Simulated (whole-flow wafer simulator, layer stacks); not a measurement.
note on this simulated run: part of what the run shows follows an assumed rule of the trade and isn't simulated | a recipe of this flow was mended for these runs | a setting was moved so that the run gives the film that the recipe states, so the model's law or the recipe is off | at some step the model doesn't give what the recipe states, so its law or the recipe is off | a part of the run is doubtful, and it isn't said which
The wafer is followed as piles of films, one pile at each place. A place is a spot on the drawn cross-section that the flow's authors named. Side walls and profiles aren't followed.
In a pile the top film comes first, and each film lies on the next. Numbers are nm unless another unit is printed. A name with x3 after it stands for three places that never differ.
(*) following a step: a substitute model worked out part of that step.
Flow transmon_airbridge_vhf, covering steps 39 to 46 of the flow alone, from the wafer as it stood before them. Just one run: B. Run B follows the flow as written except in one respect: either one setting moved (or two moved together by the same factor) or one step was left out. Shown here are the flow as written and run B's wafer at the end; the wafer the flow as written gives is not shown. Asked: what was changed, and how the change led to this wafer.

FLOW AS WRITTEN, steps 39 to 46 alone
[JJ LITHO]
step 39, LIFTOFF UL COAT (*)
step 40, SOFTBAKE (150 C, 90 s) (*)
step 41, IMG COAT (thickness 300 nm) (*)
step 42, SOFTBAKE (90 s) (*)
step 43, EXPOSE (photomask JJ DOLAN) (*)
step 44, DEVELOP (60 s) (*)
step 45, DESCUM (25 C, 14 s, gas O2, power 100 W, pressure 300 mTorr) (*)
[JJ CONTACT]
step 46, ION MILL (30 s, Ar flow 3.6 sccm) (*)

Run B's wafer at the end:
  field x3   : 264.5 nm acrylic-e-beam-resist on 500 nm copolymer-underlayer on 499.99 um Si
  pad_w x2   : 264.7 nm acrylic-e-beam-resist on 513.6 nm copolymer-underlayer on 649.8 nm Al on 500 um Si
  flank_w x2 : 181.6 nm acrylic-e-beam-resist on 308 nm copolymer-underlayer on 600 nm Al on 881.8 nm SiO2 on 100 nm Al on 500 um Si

The reason: step 46, ION MILL: 37.2 s was run, though the flow has 30 s.

How this came from the change, step by step:
  step 46, ION MILL (30 s, Ar flow 3.6 sccm) (*)
      field x3, ground_far x3, pad_w x2, flank_w x2, gap_w x2, cpw_trace, margin_s x2, bridge_strip: -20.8 acrylic-e-beam-resist (it would be, as written: -16.8 acrylic-e-beam-resist)
      jj_line: -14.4 Si (it would be, as written: -11.6 Si)
